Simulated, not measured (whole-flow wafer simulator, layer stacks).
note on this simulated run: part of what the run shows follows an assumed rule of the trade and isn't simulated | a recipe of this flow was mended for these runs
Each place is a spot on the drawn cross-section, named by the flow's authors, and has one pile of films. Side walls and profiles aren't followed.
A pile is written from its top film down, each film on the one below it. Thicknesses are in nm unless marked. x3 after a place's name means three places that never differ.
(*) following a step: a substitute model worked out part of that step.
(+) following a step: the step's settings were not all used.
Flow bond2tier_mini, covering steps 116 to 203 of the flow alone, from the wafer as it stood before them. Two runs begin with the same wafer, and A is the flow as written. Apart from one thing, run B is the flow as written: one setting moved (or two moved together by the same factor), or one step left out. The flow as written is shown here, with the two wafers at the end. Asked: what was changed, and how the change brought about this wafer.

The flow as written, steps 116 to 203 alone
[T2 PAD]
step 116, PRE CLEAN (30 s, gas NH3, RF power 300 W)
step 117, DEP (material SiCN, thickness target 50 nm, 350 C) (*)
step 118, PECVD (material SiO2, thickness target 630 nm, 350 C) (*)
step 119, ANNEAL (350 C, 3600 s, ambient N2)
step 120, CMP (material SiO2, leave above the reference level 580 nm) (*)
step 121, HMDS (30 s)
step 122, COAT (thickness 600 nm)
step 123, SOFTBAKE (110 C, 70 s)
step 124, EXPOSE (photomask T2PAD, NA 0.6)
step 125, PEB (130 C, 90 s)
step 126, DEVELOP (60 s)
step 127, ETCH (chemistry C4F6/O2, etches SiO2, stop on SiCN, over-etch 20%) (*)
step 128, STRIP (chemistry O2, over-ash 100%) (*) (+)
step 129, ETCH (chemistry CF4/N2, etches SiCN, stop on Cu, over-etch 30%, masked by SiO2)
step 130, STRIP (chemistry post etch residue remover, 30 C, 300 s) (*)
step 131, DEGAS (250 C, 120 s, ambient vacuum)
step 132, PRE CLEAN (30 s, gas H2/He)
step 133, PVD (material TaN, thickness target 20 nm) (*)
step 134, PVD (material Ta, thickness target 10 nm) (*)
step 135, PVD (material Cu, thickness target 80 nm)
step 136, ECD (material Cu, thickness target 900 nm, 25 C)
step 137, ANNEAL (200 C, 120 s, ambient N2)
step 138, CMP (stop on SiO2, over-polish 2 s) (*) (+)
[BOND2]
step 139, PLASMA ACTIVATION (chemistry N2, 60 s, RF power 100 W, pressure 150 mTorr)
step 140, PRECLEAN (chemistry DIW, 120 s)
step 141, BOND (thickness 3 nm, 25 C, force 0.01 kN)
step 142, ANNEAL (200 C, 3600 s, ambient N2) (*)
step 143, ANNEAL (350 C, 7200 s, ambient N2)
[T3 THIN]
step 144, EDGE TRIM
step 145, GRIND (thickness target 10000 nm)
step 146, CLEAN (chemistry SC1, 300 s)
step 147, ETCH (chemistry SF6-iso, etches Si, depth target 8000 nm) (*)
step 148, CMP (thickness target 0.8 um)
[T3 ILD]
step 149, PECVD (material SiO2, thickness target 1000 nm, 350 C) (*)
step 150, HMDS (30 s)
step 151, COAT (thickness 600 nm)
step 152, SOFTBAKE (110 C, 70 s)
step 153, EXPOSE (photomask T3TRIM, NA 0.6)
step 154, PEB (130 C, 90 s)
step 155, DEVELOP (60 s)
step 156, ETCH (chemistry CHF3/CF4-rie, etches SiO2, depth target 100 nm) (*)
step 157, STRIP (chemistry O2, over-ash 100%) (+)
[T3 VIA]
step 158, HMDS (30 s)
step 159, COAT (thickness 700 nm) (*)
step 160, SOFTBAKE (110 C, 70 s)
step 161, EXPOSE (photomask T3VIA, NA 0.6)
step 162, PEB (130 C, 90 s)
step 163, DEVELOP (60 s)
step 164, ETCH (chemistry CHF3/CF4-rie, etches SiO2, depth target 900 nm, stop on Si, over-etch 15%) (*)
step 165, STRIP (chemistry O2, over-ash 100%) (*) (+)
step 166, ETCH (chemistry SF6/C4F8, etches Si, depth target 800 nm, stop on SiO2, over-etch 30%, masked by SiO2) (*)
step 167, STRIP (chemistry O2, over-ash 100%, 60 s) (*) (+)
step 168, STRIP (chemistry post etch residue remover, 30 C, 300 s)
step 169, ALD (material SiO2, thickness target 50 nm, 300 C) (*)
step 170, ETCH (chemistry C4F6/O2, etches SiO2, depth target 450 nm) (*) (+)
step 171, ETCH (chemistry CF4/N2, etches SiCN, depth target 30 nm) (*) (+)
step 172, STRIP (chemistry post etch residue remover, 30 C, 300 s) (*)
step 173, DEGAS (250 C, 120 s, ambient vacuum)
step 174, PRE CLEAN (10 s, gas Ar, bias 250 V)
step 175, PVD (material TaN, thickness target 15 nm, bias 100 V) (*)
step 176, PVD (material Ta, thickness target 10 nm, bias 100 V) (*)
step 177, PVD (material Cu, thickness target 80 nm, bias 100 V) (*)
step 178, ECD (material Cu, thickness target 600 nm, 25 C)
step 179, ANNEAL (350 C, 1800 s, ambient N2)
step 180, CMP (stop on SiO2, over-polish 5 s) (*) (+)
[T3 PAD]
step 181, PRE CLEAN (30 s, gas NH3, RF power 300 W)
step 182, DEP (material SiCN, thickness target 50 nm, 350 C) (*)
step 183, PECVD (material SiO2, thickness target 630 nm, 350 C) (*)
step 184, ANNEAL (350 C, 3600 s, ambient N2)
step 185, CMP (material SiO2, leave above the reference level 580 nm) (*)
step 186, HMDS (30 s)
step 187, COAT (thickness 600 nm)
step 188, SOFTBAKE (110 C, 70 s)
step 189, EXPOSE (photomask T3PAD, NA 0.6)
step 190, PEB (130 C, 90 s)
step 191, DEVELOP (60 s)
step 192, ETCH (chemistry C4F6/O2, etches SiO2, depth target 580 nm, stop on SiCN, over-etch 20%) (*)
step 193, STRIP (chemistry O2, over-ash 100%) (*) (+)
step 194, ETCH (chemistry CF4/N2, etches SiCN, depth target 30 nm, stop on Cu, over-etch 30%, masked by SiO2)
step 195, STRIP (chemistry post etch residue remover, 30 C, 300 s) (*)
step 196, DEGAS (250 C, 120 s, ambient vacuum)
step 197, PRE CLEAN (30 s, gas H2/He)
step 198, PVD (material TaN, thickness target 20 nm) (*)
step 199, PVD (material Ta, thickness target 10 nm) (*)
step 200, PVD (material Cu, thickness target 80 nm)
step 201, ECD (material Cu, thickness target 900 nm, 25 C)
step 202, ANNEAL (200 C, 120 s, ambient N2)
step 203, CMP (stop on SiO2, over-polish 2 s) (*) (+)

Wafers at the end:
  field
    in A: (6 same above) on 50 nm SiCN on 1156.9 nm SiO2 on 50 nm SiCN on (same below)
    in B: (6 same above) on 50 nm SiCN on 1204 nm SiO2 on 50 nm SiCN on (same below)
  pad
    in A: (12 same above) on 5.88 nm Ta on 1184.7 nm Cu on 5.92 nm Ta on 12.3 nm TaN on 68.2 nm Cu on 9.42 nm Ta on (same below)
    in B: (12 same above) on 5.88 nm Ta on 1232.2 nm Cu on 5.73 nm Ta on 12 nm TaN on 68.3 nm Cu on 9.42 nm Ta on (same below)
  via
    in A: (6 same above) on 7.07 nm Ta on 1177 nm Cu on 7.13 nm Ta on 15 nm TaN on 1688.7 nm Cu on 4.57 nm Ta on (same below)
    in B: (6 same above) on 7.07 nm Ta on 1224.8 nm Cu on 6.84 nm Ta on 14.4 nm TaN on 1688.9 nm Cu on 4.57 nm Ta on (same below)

What caused this: step 120, CMP: material SiO2, leave above the reference level 580 nm (*), was not run.

Step by step, how the change led to this:
  step 127, ETCH (chemistry C4F6/O2, etches SiO2, stop on SiCN, over-etch 20%) (*)
      pad, via: A SiO2 loses 580 (all of it), SiCN loses 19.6 | B SiO2 loses 630 (all of it), SiCN loses 11.1
  step 129, ETCH (chemistry CF4/N2, etches SiCN, stop on Cu, over-etch 30%, masked by SiO2)
      pad, via: A SiCN loses 30.4 (all of it), Cu loses 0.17 | B SiCN loses 38.9 (all of it)
  step 133, PVD (material TaN, thickness target 20 nm) (*)
      via: A TaN gains 15 (new film) | B TaN gains 14.4 (new film)
  step 135, PVD (material Cu, thickness target 80 nm)
      pad: A Cu gains 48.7 (new film) | B Cu gains 47.2 (new film)
      via: A Cu gains 59.4 (new film) | B Cu gains 57.2 (new film)
  step 136, ECD (material Cu, thickness target 900 nm, 25 C)
      pad: A Cu gains 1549 | B Cu gains 1598
      via: A Cu gains 1534.4 | B Cu gains 1584.4
